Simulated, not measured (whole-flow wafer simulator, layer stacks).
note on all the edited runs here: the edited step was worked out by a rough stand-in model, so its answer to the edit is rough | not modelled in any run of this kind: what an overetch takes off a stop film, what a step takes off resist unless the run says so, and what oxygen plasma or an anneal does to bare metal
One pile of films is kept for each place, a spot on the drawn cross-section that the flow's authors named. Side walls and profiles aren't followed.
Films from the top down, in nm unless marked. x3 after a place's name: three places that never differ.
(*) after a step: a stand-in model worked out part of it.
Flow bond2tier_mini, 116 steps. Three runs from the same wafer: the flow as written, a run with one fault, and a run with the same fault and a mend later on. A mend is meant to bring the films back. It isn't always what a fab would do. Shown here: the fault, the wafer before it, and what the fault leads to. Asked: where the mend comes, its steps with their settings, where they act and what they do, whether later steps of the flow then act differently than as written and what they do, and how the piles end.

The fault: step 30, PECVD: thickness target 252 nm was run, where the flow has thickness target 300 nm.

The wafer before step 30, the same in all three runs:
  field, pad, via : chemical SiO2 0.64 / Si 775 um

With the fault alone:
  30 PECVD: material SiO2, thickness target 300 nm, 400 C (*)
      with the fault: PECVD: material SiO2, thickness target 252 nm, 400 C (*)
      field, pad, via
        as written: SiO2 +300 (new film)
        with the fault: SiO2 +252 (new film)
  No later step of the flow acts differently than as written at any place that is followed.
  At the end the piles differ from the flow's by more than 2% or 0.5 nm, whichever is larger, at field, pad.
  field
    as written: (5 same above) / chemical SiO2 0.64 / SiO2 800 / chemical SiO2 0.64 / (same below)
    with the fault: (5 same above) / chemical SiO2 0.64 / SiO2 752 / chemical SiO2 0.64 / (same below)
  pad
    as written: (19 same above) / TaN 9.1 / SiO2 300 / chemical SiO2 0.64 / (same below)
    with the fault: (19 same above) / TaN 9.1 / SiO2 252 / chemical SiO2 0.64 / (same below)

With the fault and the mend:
  The mend comes after step 30.
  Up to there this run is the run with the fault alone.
  30a PECVD: material SiO2, thickness target 48 nm, 400 C (the flow's step 30 once more, with other settings)
      field, pad, via
        SiO2 +48
  No later step of the flow acts differently than as written at any place that is followed.
  At the end the piles are the same as the flow's at every place that both follow.
